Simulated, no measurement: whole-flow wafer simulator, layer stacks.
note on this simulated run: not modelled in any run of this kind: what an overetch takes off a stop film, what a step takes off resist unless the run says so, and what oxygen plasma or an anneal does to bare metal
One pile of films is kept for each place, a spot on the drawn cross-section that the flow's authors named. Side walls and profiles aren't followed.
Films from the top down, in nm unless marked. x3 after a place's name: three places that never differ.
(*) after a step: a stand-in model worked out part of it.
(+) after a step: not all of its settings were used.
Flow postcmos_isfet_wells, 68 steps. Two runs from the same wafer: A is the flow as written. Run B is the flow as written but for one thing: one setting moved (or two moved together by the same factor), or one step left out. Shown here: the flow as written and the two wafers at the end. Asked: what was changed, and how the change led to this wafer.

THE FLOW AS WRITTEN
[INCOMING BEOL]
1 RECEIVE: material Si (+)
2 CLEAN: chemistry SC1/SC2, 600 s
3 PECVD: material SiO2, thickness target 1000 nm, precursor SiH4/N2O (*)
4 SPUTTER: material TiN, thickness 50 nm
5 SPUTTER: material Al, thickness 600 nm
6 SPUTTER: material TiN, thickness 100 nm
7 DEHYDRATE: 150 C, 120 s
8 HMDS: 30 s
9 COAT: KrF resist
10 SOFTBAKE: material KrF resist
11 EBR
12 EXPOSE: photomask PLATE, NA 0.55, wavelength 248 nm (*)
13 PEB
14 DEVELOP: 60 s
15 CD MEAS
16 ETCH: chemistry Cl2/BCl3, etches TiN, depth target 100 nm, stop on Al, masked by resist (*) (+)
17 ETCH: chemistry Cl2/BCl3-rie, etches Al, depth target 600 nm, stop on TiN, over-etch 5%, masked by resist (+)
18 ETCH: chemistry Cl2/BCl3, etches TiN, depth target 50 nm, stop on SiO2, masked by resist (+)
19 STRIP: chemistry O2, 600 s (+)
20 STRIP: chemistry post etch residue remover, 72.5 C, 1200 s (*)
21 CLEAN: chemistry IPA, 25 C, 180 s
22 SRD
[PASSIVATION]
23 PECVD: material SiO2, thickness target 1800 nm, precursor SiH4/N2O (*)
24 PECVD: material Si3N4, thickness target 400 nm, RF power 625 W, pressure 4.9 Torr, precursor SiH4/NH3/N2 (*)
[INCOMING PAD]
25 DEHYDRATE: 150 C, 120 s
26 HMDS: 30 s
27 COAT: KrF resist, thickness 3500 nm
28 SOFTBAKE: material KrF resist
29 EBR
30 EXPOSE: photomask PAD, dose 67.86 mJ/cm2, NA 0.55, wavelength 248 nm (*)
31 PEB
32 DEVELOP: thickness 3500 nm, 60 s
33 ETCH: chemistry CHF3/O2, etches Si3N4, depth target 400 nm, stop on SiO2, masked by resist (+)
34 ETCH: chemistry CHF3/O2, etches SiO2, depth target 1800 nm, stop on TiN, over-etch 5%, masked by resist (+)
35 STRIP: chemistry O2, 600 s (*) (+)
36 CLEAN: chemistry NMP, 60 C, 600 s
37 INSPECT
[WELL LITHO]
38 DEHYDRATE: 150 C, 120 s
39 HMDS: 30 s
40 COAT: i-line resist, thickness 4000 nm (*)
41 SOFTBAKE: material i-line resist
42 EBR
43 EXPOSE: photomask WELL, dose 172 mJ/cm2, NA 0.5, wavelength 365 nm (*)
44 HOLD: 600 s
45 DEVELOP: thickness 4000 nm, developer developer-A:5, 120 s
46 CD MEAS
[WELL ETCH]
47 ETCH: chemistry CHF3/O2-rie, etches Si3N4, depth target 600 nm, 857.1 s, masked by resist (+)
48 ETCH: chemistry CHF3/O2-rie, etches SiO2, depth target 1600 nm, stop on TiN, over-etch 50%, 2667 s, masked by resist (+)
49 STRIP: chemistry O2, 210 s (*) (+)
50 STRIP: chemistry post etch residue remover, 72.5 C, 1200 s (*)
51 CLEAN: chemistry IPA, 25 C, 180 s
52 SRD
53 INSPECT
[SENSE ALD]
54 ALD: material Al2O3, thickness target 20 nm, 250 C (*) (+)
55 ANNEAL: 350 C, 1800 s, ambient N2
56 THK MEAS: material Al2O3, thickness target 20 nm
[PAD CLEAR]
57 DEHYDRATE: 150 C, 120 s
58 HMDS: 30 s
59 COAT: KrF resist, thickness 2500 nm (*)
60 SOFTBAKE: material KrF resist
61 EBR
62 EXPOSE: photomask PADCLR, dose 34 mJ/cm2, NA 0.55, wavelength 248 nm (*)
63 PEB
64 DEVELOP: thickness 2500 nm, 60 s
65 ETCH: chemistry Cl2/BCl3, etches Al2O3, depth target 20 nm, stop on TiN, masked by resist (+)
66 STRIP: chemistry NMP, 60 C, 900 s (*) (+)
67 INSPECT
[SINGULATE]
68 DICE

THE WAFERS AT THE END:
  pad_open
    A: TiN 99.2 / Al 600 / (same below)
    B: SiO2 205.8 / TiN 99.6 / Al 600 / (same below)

The cause: step 33, ETCH: depth target 204 nm was run, where the flow has depth target 400 nm.

How the change led to this, step by step:
  33 ETCH: chemistry CHF3/O2, etches Si3N4, depth target 400 nm, stop on SiO2, masked by resist (+)
      pad_open: A Si3N4 -400 (all of it) | B Si3N4 -204
      field, margin, well900, well1300 x3, pad_rim, pad_clr: A KrF resist -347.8 | B KrF resist -177.4
  34 ETCH: chemistry CHF3/O2, etches SiO2, depth target 1800 nm, stop on TiN, over-etch 5%, masked by resist (+)
      pad_open: A SiO2 -1800 (all of it) | B Si3N4 -196 (all of it), SiO2 -1594.2
  35 STRIP: chemistry O2, 600 s (*) (+)
      field, margin, well900, well1300 x3, pad_rim, pad_clr: A KrF resist -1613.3 (all of it) | B KrF resist -1783.8 (all of it)
  41 SOFTBAKE: material i-line resist
      pad_clr: A i-line resist -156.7 | B i-line resist -136.3
      pad_open: A i-line resist +115.3 | B i-line resist +106.1
  49 STRIP: chemistry O2, 210 s (*) (+)
      pad_clr: A i-line resist -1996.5 (all of it) | B i-line resist -2081.2 (all of it)
      pad_open: A i-line resist -3816.3 (all of it) | B i-line resist -3733.3 (all of it)
  59 COAT: KrF resist, thickness 2500 nm (*)
      pad_rim: A KrF resist +1976.4 (new film) | B KrF resist +2023.2 (new film)
      pad_clr: A KrF resist +1691.6 (new film) | B KrF resist +1760.8 (new film)
  64 DEVELOP: thickness 2500 nm, 60 s
      pad_clr: A KrF resist -1676 (all of it) | B KrF resist -1745 (all of it)
  66 STRIP: chemistry NMP, 60 C, 900 s (*) (+)
      pad_rim: A KrF resist -1923.7 (all of it) | B KrF resist -1970.1 (all of it)
